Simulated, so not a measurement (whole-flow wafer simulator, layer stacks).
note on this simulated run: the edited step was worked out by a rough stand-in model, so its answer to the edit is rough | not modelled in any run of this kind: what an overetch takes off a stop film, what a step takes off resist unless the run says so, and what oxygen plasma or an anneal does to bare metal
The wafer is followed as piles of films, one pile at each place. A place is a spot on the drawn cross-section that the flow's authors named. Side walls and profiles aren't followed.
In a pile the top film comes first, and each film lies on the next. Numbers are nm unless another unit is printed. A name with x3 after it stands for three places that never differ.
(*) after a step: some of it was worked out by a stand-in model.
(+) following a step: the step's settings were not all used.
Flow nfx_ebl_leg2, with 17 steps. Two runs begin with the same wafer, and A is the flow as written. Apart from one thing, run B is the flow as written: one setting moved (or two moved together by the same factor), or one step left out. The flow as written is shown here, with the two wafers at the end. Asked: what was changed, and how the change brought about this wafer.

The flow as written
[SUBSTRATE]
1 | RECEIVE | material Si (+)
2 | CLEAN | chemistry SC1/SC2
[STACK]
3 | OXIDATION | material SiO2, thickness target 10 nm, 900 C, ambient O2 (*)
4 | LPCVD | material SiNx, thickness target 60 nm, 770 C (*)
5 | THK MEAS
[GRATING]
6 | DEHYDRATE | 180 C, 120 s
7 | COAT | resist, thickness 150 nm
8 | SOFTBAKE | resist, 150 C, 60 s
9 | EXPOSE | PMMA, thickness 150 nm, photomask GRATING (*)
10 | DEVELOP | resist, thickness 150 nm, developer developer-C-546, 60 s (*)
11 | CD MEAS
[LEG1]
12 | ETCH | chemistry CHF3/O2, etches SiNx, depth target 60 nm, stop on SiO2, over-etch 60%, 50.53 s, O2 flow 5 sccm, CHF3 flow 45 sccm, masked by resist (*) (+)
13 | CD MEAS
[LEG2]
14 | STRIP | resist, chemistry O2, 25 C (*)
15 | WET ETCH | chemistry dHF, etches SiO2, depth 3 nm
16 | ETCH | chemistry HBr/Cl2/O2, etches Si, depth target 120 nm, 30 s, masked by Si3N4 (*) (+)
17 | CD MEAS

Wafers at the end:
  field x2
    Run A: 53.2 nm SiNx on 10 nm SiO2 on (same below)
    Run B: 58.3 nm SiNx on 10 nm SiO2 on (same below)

The reason: step 4, LPCVD: thickness target 65.1 nm was run, whereas the flow has thickness target 60 nm.

How this came from the change, step by step:
  4 | LPCVD | material SiNx, thickness target 60 nm, 770 C (*)
      field x2, pad x2: A SiNx gains 60 (new film) | B SiNx gains 65.1 (new film)
  12 | ETCH | chemistry CHF3/O2, etches SiNx, depth target 60 nm, stop on SiO2, over-etch 60%, 50.53 s, O2 flow 5 sccm, CHF3 flow 45 sccm, masked by resist (*) (+)
      pad x2: A SiNx loses 60 (all of it), SiO2 loses 10 (all of it) | B SiNx loses 65.1 (all of it), SiO2 loses 10 (all of it)
